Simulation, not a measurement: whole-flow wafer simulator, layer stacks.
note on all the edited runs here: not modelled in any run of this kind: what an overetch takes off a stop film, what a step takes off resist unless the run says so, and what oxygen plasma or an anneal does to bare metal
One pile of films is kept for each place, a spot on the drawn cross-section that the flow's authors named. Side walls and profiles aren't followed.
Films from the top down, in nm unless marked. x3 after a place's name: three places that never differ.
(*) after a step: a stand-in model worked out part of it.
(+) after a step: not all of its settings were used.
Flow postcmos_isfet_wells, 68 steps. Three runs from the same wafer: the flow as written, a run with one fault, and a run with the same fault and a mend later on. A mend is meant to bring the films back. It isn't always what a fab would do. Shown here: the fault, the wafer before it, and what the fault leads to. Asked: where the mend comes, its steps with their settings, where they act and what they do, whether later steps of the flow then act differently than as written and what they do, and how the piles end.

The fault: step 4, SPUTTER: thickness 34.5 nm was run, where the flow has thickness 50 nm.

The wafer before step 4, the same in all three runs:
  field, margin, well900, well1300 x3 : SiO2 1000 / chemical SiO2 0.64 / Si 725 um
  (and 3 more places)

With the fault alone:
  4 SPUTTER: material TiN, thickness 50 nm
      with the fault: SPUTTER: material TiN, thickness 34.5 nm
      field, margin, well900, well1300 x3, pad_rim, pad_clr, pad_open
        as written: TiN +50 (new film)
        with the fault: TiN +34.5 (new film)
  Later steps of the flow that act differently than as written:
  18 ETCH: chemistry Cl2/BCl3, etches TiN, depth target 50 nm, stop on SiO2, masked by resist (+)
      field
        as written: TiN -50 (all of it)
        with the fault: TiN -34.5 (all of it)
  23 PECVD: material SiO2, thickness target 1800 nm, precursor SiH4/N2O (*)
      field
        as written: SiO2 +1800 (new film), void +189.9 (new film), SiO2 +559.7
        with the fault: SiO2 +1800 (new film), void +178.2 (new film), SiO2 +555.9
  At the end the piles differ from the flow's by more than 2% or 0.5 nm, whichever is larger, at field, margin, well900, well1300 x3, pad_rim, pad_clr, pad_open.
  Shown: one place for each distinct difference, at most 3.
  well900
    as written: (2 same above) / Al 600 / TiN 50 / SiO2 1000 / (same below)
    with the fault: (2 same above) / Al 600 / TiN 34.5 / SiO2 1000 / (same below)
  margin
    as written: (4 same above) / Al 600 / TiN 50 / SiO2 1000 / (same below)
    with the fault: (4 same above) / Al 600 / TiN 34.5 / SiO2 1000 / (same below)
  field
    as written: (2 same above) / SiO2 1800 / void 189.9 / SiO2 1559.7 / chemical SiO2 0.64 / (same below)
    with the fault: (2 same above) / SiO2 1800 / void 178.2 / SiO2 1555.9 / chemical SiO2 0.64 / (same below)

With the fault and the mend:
  The mend comes after step 4.
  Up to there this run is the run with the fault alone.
  4a SPUTTER: material TiN, thickness 15.5 nm (the flow's step 4 once more, with other settings)
      field, margin, well900, well1300 x3, pad_rim, pad_clr, pad_open
        TiN +15.5
  No later step of the flow acts differently than as written at any place that is followed.
  At the end the piles are the same as the flow's at every place that both follow.
